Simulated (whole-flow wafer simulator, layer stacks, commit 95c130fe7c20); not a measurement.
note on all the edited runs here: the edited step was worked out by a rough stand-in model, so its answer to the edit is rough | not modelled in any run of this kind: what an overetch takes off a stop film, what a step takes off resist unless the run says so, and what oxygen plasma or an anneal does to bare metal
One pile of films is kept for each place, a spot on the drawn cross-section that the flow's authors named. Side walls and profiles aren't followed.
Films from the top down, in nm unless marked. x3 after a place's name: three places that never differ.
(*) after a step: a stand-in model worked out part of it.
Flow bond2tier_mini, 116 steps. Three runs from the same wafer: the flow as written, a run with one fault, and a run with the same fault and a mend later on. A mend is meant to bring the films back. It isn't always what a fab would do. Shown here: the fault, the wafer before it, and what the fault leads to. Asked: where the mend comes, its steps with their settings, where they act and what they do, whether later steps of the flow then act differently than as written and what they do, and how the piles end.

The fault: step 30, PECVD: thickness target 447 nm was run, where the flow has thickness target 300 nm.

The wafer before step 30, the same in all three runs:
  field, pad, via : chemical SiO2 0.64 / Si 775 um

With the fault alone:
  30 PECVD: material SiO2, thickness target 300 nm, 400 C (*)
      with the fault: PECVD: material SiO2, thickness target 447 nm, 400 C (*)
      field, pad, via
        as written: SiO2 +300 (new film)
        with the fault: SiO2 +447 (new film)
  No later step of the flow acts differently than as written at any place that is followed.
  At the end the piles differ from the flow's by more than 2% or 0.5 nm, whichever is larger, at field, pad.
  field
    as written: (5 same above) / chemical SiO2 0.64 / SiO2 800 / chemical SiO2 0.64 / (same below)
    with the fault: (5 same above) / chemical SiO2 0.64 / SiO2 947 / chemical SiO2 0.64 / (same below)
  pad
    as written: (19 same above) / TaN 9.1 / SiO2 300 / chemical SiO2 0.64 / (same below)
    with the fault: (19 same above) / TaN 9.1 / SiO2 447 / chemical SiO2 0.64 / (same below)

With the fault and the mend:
  The mend comes after step 30.
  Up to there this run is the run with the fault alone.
  30a ETCH: chemistry CHF3/CF4-rie, etches SiO2, depth target 147 nm (the flow's step 9 once more, with other settings)
      field, pad, via
        SiO2 -147
  No later step of the flow acts differently than as written at any place that is followed.
  At the end the piles are the same as the flow's at every place that both follow.
